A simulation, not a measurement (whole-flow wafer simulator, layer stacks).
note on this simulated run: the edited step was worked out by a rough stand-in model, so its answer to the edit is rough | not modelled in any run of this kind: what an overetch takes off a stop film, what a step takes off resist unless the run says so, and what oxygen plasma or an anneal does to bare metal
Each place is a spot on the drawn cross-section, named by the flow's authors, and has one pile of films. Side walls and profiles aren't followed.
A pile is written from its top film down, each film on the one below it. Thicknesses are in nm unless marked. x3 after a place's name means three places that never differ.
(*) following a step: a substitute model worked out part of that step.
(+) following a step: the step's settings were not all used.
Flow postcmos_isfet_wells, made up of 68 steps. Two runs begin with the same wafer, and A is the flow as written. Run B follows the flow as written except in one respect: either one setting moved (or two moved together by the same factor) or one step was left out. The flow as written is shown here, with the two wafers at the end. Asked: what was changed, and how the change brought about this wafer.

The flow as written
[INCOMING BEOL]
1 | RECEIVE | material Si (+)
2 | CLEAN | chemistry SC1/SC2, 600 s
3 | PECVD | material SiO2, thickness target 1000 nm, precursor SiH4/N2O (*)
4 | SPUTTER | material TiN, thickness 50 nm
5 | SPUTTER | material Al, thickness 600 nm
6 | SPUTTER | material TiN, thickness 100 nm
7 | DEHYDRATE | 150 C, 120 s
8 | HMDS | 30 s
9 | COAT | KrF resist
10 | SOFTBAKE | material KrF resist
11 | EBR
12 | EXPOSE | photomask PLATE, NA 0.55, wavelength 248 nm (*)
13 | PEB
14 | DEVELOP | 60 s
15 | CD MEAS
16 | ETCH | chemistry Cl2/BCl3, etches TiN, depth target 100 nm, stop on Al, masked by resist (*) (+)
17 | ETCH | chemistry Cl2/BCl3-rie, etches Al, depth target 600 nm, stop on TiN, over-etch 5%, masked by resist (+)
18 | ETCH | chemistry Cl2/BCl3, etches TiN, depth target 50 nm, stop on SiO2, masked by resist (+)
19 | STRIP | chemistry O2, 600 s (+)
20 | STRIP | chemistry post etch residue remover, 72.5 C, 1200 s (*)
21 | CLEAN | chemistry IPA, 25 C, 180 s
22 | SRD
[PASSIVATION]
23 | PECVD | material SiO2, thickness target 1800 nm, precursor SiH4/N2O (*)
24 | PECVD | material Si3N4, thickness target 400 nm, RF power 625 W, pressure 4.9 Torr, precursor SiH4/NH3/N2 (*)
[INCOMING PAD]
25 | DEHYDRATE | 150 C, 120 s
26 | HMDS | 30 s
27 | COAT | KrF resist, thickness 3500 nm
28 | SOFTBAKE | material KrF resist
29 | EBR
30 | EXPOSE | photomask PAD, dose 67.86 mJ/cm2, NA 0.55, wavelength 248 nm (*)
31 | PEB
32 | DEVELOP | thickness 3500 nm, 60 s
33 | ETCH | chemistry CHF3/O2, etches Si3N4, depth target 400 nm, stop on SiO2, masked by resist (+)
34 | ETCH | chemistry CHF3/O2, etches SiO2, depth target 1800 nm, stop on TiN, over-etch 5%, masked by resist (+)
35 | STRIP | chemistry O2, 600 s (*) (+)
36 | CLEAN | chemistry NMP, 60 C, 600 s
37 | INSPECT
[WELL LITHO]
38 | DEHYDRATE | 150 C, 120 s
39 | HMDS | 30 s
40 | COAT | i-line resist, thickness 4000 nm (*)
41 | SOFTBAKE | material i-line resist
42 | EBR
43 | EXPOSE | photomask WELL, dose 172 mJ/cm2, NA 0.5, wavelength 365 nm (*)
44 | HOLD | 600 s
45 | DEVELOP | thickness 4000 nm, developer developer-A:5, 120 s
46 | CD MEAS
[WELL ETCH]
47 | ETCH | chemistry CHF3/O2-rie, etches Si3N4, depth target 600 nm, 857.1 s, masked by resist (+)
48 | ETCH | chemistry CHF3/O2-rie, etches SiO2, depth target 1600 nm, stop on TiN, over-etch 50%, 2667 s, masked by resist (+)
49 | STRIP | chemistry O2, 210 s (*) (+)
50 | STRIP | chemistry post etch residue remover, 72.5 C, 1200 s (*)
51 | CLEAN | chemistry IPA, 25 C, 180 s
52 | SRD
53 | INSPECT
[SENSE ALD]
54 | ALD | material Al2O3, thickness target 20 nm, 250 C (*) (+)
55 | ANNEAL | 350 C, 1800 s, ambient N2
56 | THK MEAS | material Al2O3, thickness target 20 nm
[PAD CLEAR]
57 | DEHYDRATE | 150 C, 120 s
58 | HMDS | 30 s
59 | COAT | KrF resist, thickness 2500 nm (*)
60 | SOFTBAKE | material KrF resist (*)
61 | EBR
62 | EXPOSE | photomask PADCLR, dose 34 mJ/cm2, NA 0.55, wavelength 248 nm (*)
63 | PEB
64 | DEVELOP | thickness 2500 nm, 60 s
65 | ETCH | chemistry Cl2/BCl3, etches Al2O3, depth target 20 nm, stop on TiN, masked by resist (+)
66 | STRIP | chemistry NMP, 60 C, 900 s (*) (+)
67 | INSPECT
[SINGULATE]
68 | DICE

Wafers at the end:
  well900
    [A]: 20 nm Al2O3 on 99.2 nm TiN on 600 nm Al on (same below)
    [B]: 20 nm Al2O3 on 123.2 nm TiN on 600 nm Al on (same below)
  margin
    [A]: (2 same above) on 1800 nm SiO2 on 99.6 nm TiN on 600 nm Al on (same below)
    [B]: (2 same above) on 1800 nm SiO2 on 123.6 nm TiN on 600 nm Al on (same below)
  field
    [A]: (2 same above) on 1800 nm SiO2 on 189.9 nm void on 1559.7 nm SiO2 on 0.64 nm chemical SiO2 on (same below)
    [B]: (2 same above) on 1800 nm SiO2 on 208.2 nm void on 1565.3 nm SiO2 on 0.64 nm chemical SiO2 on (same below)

Cause: step 6, SPUTTER: thickness 124 nm was run, though the flow has thickness 100 nm; step 16, ETCH: depth target 124 nm was run, where the flow has depth target 100 nm.

Step by step, how the change led to this:
  6 | SPUTTER | material TiN, thickness 100 nm
      field, margin, well900 and 6 more: A +100 TiN (new film) | B +124 TiN (new film)
  16 | ETCH | chemistry Cl2/BCl3, etches TiN, depth target 100 nm, stop on Al, masked by resist (*) (+)
      margin, well900, well1300, well2000, well3000, pad_rim, pad_clr, pad_open: A -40 KrF resist | B -49.6 KrF resist
      field: A -100 TiN (all of it) | B -124 TiN (all of it)
  23 | PECVD | material SiO2, thickness target 1800 nm, precursor SiH4/N2O (*)
      field: A +1800 SiO2 (new film), +189.9 void (new film), +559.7 SiO2 | B +1800 SiO2 (new film), +208.2 void (new film), +565.3 SiO2
